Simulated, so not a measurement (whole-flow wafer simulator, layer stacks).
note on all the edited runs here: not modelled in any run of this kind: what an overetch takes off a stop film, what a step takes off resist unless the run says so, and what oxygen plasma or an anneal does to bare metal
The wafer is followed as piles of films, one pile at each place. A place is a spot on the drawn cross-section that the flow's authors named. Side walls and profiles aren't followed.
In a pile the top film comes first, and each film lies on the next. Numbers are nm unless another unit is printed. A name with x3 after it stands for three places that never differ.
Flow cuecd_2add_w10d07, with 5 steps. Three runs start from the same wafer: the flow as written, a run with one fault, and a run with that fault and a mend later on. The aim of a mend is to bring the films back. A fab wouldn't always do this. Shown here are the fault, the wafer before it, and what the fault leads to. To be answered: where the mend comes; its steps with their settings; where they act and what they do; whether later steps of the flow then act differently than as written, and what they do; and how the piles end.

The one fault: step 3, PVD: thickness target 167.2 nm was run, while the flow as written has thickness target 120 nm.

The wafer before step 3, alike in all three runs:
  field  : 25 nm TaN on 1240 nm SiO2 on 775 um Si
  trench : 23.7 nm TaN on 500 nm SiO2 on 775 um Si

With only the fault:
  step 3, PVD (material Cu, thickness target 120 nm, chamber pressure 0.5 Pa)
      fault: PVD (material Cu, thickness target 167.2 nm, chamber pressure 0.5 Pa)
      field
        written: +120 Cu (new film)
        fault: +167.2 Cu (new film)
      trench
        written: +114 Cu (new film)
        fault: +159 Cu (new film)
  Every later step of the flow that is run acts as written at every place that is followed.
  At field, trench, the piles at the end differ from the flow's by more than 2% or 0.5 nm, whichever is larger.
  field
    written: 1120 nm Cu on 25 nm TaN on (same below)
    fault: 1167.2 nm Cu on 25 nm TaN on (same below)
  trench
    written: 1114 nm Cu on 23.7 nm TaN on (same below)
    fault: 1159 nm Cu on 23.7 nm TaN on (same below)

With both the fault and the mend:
  After step 3 comes the mend.
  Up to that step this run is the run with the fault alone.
  step 3a, ETCH (chemistry cu recess dil, depth target 192.4 nm)
      field
        -167.2 Cu (all of it)
      trench
        -159 Cu (all of it)
  step 3b, PVD (material Cu, thickness target 120 nm, chamber pressure 0.5 Pa) (the flow's step 3 again)
      field
        +120 Cu (new film)
      trench
        +114 Cu (new film)
  Every later step of the flow that is run acts as written at every place that is followed.
  The piles end the same as the flow's at every place that both follow.
